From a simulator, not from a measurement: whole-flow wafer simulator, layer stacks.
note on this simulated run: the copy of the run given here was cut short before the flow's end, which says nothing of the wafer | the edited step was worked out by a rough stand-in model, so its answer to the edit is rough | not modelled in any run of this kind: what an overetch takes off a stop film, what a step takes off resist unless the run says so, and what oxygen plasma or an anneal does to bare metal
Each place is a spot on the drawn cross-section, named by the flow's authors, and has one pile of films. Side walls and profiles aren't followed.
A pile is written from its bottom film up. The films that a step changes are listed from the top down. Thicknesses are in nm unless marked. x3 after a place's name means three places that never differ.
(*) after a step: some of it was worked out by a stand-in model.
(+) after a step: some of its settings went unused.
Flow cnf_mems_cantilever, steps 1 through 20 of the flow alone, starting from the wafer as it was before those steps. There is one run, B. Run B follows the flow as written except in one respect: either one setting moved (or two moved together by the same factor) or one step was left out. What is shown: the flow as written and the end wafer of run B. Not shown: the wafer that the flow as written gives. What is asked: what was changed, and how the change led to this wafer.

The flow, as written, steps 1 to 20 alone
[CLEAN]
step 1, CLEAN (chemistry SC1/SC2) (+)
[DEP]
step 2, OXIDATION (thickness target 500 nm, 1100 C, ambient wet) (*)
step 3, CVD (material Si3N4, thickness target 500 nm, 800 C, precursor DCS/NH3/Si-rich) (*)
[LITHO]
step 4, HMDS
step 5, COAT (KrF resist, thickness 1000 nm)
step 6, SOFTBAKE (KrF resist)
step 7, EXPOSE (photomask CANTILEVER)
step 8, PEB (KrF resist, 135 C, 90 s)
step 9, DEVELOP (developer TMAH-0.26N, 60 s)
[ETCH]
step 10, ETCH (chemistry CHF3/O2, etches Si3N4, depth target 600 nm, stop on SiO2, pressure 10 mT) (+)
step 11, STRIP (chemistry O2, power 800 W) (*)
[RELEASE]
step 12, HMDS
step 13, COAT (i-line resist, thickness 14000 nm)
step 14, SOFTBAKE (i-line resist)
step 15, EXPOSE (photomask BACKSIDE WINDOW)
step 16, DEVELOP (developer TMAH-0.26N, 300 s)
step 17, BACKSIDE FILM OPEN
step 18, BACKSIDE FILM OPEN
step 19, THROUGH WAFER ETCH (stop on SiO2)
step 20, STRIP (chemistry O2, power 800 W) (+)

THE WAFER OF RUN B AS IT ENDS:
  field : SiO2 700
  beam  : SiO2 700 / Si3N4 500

Cause: step 2, OXIDATION: thickness target 700 nm was run, though the flow has thickness target 500 nm.
The wafer lets one read it off: field has SiO2 700, and step 2 as written asks for 500 nm.

The path from the change to this, step by step:
  step 2, OXIDATION (thickness target 500 nm, 1100 C, ambient wet) (*)
      field, beam: SiO2 gains 700 (new film), chemical SiO2 loses 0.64 (all of it), Si loses 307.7 (in the flow as written it would be: SiO2 gains 500 (new film), chemical SiO2 loses 0.64 (all of it), Si loses 219.7)
  step 19, THROUGH WAFER ETCH (stop on SiO2)
      field: under 1 film: Si loses 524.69 um (all of it) (in the flow as written it would be: under 1 film: Si loses 524.78 um (all of it))
      beam: under 2 films: Si loses 524.69 um (all of it) (in the flow as written it would be: under 2 films: Si loses 524.78 um (all of it))
